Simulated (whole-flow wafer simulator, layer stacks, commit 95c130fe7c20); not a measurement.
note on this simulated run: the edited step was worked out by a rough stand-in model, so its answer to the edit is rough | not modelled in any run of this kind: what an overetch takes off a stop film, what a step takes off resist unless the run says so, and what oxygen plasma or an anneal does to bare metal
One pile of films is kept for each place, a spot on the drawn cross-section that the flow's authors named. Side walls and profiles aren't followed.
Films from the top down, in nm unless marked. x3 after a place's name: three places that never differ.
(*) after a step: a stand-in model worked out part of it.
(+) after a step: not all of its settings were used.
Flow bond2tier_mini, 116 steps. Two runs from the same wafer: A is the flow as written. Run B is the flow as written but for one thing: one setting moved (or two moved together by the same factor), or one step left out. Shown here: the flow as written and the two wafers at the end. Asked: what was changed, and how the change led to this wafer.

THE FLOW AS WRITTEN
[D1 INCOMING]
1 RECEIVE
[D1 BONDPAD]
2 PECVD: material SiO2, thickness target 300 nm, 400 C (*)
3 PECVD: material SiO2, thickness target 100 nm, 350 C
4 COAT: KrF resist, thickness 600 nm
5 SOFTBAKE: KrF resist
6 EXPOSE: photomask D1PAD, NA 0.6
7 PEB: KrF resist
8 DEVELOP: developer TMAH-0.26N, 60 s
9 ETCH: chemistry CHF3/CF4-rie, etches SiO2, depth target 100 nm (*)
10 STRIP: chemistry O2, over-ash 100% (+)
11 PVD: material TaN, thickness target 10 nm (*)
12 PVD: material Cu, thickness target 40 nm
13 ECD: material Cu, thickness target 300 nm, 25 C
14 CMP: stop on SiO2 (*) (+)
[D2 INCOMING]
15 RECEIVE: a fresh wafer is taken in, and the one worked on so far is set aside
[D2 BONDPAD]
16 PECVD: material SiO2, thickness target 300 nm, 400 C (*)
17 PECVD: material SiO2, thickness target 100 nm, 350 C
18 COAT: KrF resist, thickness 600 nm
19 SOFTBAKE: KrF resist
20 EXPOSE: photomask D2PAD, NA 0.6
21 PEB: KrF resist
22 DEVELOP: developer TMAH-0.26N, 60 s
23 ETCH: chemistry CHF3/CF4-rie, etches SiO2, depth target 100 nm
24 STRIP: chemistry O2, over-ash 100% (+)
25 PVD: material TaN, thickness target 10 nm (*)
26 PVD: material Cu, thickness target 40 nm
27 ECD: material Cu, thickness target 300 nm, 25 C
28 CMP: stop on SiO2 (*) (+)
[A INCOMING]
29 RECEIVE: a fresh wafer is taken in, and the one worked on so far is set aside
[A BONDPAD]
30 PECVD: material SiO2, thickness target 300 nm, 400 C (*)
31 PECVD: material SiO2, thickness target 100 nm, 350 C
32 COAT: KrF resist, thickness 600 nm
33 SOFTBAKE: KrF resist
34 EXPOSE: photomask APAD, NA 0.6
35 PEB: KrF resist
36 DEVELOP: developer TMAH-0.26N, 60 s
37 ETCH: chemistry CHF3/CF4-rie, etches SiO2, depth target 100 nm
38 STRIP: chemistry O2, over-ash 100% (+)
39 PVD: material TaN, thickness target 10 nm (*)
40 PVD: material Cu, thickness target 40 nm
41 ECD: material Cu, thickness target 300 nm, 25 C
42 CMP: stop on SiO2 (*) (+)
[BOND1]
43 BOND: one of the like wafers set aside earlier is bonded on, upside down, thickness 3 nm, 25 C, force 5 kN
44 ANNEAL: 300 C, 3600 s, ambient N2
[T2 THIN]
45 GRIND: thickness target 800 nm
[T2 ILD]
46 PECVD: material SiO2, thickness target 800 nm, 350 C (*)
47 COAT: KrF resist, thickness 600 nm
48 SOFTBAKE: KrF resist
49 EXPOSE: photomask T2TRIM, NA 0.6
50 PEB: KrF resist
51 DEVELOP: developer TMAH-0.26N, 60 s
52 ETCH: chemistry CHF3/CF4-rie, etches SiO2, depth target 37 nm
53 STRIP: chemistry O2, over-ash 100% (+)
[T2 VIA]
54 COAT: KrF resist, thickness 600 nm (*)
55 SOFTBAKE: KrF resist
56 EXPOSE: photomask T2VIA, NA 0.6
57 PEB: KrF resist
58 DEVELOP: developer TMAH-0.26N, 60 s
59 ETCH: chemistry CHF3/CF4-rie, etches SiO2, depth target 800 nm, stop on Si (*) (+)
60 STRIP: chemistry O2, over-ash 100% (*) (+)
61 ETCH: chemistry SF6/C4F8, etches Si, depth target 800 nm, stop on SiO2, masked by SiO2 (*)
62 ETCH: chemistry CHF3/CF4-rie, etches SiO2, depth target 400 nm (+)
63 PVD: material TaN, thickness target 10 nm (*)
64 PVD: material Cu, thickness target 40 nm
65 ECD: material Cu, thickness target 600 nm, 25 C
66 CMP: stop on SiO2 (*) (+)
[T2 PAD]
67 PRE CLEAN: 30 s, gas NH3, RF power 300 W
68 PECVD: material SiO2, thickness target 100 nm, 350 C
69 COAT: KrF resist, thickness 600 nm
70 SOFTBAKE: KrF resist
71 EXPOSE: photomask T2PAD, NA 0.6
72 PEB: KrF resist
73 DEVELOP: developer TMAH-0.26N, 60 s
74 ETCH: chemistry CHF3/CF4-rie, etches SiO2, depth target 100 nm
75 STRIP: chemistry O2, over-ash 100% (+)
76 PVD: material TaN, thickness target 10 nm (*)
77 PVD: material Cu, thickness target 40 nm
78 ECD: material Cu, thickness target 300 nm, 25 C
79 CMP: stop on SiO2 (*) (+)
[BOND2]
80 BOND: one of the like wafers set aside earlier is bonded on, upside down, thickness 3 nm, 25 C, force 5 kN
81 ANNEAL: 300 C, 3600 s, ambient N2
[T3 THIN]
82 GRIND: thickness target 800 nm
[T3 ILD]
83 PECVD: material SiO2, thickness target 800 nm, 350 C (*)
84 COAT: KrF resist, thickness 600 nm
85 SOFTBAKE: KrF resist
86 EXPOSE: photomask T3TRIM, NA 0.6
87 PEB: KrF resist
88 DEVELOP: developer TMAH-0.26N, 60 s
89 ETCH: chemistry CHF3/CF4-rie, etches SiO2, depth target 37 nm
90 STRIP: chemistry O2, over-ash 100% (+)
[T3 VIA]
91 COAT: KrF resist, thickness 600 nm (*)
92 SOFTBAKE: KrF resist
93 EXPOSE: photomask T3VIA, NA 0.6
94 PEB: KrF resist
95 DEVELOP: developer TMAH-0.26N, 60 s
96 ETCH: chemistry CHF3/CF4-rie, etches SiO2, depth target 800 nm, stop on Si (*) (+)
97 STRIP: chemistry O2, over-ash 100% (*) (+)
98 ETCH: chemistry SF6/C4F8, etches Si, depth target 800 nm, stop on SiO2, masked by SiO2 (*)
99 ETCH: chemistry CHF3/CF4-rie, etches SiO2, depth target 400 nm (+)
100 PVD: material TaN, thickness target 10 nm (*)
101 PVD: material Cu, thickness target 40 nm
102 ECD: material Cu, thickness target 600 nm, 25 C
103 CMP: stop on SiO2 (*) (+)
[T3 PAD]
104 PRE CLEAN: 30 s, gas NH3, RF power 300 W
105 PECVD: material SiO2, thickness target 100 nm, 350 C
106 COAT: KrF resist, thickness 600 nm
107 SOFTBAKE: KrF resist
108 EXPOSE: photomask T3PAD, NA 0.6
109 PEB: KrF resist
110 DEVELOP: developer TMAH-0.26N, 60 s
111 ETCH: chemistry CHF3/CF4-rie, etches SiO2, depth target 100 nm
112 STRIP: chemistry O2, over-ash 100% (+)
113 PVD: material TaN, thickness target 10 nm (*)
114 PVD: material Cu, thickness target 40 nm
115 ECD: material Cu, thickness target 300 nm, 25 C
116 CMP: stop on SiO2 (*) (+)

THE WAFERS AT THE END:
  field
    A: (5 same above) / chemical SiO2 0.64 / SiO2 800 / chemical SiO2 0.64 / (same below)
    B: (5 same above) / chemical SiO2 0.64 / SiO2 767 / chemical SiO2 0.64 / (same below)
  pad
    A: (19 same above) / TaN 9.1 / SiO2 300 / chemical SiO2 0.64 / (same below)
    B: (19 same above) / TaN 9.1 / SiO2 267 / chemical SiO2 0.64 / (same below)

The cause: step 30, PECVD: thickness target 267 nm was run, where the flow has thickness target 300 nm.
It can be read off the wafer: pad has SiO2 267, and step 30 as written asks for 300 nm.

How the change led to this, step by step:
  30 PECVD: material SiO2, thickness target 300 nm, 400 C (*)
      field, pad, via: A SiO2 +300 (new film) | B SiO2 +267 (new film)
